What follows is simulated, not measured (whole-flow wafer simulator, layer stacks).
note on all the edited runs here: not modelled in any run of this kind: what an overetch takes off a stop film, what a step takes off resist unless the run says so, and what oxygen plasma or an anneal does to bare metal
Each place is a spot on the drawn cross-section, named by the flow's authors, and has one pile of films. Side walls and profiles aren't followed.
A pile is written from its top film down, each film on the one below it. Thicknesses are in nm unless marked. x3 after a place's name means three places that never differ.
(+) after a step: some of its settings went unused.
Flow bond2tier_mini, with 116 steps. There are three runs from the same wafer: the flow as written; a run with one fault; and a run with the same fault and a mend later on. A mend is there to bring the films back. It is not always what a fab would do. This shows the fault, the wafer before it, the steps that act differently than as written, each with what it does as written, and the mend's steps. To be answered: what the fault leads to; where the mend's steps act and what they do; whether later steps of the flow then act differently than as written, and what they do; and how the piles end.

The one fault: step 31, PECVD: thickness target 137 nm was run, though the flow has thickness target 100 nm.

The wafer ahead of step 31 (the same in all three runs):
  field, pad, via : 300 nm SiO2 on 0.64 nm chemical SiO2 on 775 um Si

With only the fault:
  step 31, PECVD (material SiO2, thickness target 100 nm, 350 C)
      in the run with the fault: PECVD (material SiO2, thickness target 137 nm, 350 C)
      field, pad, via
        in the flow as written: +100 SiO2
        in the run with the fault: +137 SiO2
  Later steps of the flow that are run all act as written at every place that is followed.
  By the end, the piles at field, pad depart from the flow's by more than 2% or 0.5 nm, whichever is larger.
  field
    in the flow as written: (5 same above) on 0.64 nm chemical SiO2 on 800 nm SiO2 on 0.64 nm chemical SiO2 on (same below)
    in the run with the fault: (5 same above) on 0.64 nm chemical SiO2 on 837 nm SiO2 on 0.64 nm chemical SiO2 on (same below)
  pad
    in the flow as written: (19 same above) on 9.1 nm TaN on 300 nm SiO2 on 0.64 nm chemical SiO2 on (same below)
    in the run with the fault: (19 same above) on 9.1 nm TaN on 337 nm SiO2 on 0.64 nm chemical SiO2 on (same below)

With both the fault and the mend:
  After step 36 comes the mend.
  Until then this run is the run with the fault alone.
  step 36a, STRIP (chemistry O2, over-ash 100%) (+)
      field
        -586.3 KrF resist (all of it)
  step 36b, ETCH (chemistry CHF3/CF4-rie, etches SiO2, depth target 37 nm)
      field, pad, via
        -37 SiO2
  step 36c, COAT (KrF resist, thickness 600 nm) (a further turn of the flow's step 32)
      field, pad, via
        +600 KrF resist (new film)
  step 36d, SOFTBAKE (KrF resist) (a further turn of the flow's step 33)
      does not change any film at any place that is followed
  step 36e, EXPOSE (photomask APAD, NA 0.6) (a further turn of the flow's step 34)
      does not change any film at any place that is followed
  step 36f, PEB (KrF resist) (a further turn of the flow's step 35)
      does not change any film at any place that is followed
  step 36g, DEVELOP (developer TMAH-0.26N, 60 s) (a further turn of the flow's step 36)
      pad, via
        -600 KrF resist (all of it)
      field
        -13.7 KrF resist
  Later steps of the flow that are run all act as written at every place that is followed.
  The piles end the same as the flow's at every place that both follow.
